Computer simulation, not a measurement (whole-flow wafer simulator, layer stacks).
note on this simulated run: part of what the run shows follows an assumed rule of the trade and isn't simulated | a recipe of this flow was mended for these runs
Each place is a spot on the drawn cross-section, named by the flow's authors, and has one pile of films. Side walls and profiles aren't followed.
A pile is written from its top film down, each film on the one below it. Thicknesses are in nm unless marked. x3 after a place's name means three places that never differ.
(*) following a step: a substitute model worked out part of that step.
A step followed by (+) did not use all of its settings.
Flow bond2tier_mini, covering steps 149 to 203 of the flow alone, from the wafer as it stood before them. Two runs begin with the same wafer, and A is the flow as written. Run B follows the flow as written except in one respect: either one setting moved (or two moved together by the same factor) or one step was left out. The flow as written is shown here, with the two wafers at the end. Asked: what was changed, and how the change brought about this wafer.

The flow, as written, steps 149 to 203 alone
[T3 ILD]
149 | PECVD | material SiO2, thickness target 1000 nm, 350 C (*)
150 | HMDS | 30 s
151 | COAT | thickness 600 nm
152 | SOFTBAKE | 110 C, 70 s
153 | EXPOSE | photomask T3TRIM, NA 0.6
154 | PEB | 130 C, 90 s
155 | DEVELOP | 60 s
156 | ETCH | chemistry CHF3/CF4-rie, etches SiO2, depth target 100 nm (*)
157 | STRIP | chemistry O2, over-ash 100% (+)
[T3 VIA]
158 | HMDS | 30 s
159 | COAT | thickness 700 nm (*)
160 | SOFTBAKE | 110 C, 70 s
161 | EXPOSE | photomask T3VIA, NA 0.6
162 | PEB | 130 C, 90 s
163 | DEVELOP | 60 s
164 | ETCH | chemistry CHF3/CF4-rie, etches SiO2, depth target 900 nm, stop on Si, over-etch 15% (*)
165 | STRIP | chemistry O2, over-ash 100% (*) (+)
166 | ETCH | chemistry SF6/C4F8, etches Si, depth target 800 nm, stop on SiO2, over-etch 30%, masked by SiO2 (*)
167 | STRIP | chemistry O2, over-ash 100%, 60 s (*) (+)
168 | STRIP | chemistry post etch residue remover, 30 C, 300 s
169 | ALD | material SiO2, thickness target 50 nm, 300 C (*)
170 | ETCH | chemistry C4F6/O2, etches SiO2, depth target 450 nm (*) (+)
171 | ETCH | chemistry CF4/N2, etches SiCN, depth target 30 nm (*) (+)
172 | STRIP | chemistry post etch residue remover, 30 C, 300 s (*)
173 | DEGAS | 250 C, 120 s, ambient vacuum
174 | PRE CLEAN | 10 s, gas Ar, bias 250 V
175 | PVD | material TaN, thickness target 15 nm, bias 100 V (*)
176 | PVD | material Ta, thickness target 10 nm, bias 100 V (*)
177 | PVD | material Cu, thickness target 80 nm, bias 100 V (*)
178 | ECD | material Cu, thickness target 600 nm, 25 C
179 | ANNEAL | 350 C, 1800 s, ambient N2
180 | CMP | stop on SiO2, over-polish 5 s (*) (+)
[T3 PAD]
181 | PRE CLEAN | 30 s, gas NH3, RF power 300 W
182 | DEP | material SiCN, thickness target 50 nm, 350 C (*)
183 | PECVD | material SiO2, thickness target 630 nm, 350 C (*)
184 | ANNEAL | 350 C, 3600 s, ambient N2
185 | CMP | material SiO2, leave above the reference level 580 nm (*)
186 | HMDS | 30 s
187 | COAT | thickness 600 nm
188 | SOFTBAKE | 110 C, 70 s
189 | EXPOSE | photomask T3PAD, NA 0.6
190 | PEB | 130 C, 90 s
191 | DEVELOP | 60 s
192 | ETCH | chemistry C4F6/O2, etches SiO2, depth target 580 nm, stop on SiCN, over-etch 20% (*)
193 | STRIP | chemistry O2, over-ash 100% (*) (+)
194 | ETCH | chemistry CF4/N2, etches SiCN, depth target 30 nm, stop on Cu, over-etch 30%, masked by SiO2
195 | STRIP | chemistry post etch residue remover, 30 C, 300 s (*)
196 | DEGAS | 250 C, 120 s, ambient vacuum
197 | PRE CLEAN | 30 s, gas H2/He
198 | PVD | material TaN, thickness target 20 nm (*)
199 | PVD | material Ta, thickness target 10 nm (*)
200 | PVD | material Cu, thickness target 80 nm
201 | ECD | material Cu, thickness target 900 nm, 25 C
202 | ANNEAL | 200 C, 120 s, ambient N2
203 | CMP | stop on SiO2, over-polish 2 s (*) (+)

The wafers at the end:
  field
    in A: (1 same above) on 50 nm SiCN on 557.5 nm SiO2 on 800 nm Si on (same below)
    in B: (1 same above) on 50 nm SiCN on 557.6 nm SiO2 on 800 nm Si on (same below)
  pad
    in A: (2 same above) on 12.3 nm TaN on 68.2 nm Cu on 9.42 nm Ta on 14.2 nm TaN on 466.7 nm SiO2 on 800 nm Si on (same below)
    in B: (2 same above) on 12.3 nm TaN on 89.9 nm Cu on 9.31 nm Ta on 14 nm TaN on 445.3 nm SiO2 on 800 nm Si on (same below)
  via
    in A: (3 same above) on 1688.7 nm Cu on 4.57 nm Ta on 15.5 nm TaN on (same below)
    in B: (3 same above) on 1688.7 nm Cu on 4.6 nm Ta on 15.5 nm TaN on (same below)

The reason: step 156, ETCH: depth target 121.6 nm was run, whereas the flow has depth target 100 nm.

How this came from the change, step by step:
  156 | ETCH | chemistry CHF3/CF4-rie, etches SiO2, depth target 100 nm (*)
      pad, via: A SiO2 loses 100 | B SiO2 loses 121.6
      field: A thick-KrF-resist loses 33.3 | B thick-KrF-resist loses 40.5
  164 | ETCH | chemistry CHF3/CF4-rie, etches SiO2, depth target 900 nm, stop on Si, over-etch 15% (*)
      field, pad: A thick-KrF-resist loses 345 | B thick-KrF-resist loses 336.7
      via: A SiO2 loses 900 (all of it), Si loses 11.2 | B SiO2 loses 878.4 (all of it), Si loses 13
  165 | STRIP | chemistry O2, over-ash 100% (*) (+)
      pad: A thick-KrF-resist loses 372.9 (all of it) | B thick-KrF-resist loses 390.7 (all of it)
  178 | ECD | material Cu, thickness target 600 nm, 25 C
      pad: A Cu gains 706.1 | B Cu gains 728.8
